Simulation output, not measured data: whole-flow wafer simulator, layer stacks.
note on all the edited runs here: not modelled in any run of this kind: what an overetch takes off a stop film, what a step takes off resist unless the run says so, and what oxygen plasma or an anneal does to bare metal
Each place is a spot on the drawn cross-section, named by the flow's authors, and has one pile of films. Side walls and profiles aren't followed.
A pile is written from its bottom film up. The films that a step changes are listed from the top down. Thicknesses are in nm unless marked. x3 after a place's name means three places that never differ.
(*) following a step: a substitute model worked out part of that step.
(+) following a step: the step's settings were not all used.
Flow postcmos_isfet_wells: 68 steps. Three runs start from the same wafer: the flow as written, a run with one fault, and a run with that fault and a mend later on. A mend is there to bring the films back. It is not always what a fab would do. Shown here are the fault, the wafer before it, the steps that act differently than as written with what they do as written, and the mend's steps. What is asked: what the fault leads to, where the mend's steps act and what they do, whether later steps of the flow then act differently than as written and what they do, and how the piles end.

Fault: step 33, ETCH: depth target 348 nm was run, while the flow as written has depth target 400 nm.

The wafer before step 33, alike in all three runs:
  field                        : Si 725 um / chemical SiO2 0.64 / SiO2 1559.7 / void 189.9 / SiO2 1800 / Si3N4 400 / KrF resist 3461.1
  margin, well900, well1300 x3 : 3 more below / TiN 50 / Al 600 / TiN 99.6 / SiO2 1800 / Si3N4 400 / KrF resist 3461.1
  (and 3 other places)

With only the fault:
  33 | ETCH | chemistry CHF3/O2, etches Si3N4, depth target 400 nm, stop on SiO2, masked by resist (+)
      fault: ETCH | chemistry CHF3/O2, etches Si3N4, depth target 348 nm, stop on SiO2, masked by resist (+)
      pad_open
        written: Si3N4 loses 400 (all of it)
        fault: Si3N4 loses 348
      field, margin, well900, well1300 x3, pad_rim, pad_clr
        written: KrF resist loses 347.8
        fault: KrF resist loses 302.6
  Later steps of the flow acting differently than as written (8 other steps are not shown; they differ only slightly, by no more than 2% or 0.5 nm, whichever is larger):
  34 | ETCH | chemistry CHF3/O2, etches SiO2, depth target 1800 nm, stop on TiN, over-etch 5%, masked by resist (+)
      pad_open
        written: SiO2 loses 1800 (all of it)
        fault: Si3N4 loses 52 (all of it), SiO2 loses 1745.4
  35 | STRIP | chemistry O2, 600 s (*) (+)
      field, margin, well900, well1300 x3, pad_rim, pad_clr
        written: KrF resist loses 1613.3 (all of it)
        fault: KrF resist loses 1658.5 (all of it)
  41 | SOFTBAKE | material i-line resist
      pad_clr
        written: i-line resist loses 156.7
        fault: i-line resist loses 151.2
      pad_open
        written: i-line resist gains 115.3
        fault: i-line resist gains 112.9
  At pad_open, the piles at the end differ from the flow's by more than 2% or 0.5 nm, whichever is larger.
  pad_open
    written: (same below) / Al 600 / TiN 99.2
    fault: (same below) / Al 600 / TiN 99.6 / SiO2 54.6

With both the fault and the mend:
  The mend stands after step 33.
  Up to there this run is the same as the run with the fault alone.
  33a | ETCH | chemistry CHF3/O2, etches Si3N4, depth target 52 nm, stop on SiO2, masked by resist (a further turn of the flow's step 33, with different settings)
      field, margin, well900, well1300 x3, pad_rim, pad_clr
        KrF resist loses 45.2
      pad_open
        Si3N4 loses 52 (all of it)
  None of the later steps of the flow acts differently than as written at any place that is followed.
  By the end, the piles equal the flow's at every place that both follow.
